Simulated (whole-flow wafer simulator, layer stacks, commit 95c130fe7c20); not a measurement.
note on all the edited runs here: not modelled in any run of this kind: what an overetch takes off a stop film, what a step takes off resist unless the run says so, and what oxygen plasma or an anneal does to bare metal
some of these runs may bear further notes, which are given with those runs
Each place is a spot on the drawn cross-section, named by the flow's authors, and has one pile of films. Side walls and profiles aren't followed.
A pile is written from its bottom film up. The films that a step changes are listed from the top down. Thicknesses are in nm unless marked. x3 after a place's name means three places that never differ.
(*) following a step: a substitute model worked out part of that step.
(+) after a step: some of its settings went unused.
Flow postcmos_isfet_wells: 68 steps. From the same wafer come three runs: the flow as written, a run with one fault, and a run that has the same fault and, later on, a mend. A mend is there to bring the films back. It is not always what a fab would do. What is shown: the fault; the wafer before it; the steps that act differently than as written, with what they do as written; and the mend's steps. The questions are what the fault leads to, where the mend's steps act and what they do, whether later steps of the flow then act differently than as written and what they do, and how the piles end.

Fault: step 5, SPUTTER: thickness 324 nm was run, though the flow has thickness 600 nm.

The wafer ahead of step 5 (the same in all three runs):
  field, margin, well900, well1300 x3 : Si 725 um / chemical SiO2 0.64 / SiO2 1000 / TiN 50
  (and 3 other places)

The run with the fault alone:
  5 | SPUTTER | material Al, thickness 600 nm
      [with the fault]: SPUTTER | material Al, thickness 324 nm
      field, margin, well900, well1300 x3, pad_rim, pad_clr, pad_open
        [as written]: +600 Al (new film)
        [with the fault]: +324 Al (new film)
  Later steps of the flow acting differently than as written:
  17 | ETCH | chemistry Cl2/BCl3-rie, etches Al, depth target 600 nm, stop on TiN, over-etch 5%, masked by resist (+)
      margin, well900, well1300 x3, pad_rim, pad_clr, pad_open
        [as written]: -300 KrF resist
        [with the fault]: -170.1 KrF resist
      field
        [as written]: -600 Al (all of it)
        [with the fault]: -324 Al (all of it)
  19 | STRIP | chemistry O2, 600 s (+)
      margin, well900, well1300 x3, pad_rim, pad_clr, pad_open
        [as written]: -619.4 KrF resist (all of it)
        [with the fault]: -749.3 KrF resist (all of it)
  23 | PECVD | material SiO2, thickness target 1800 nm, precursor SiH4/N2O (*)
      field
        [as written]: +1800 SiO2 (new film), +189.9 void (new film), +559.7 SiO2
        [with the fault]: +2273.6 SiO2
  The piles end different from the flow's at field, margin, well900, well1300 x3, pad_rim, pad_clr, pad_open by more than 2% or 0.5 nm, whichever is larger.
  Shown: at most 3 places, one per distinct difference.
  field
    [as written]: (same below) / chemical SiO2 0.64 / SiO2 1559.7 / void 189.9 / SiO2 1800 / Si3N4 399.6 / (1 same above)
    [with the fault]: (same below) / chemical SiO2 0.64 / SiO2 3273.6 / Si3N4 399.6 / (1 same above)
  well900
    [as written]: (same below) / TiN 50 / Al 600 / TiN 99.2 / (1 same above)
    [with the fault]: (same below) / TiN 50 / Al 324 / TiN 99.2 / (1 same above)
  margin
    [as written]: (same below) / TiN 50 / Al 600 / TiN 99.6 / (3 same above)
    [with the fault]: (same below) / TiN 50 / Al 324 / TiN 99.6 / (3 same above)

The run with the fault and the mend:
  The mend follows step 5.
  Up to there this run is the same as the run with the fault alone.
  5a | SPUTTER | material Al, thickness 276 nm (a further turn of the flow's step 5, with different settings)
      field, margin, well900, well1300 x3, pad_rim, pad_clr, pad_open
        +276 Al
  Every later step of the flow that is run acts as written at every place that is followed.
  At every place that both follow, the piles at the end match the flow's.
